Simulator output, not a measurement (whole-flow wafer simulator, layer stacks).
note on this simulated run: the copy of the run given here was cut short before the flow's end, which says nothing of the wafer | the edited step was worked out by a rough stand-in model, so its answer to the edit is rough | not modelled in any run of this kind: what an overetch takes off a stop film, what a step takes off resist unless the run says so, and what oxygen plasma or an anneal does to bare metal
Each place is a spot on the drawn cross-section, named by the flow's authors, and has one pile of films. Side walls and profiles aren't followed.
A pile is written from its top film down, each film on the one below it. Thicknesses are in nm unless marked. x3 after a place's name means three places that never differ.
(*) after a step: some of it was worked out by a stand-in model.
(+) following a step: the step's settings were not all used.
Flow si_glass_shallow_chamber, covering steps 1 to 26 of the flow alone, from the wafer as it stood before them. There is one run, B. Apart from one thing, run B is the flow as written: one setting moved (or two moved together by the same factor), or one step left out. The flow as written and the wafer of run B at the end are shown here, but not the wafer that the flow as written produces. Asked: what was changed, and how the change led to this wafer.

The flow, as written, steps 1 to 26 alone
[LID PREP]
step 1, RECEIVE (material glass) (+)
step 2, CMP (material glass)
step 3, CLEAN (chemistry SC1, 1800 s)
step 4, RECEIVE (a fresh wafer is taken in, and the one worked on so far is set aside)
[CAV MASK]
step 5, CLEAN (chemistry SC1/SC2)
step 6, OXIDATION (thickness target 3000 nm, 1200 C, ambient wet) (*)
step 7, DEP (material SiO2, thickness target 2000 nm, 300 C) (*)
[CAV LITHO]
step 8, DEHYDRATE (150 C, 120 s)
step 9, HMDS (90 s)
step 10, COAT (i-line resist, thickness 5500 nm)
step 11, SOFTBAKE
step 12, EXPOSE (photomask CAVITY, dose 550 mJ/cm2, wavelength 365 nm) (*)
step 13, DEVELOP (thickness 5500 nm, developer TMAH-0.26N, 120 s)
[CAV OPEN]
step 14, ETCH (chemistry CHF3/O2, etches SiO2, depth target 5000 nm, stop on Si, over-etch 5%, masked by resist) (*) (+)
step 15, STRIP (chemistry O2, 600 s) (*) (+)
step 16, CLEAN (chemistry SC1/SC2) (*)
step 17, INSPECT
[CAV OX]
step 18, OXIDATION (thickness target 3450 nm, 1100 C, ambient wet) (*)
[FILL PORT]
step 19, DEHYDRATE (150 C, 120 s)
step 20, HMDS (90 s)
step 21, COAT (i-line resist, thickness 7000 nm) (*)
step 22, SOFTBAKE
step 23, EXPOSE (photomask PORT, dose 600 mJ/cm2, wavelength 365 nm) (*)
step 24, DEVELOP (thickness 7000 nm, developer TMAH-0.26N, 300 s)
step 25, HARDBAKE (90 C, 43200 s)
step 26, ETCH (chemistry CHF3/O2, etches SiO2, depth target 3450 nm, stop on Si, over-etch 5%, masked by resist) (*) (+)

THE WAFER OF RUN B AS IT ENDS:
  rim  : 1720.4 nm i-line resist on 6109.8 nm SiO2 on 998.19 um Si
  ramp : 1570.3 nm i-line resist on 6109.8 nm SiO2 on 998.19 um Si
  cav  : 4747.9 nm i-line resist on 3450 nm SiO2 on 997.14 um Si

The reason: step 14, ETCH: over-etch 2.06% was run, though the flow has over-etch 5%.

How this came from the change, step by step:
  step 14, ETCH (chemistry CHF3/O2, etches SiO2, depth target 5000 nm, stop on Si, over-etch 5%, masked by resist) (*) (+)
      rim, ramp, septum, ring: -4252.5 i-line resist (in the flow as written it would be: -4375 i-line resist)
      cav, port: -5000 SiO2 (all of it), -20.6 Si (in the flow as written it would be: -5000 SiO2 (all of it), -50 Si)
  step 15, STRIP (chemistry O2, 600 s) (*) (+)
      rim, ramp, septum, ring: -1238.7 i-line resist (all of it) (in the flow as written it would be: -1116.2 i-line resist (all of it))
